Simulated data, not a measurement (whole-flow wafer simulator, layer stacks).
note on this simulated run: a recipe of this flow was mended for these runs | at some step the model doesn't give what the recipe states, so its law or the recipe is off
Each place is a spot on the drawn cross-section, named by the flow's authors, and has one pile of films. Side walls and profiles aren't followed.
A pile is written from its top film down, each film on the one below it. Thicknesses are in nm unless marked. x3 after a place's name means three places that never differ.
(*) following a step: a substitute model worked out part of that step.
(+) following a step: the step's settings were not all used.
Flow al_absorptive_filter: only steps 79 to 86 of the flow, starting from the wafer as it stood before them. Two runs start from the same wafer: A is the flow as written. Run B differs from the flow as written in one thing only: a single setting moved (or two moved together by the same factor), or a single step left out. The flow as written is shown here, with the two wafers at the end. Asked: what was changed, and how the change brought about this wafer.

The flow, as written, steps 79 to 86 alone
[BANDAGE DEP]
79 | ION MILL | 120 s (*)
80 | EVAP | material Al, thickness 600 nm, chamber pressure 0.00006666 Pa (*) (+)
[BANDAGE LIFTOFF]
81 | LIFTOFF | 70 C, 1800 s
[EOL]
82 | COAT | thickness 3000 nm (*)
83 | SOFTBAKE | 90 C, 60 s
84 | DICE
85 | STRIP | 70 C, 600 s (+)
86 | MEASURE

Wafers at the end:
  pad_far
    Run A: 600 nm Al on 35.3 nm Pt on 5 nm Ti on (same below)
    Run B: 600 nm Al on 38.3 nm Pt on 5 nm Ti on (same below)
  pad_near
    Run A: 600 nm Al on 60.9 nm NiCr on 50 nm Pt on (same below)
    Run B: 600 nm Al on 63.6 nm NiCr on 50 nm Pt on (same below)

Cause: step 79, ION MILL: 96 s was run, whereas the flow has 120 s.

Step by step, how the change led to this:
  79 | ION MILL | 120 s (*)
      gnd, ledge, res and 9 more: A i-line-resist loses 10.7 | B i-line-resist loses 8.53
      pad_far: A Pt loses 14.7 | B Pt loses 11.7
      (also at 1 further place)
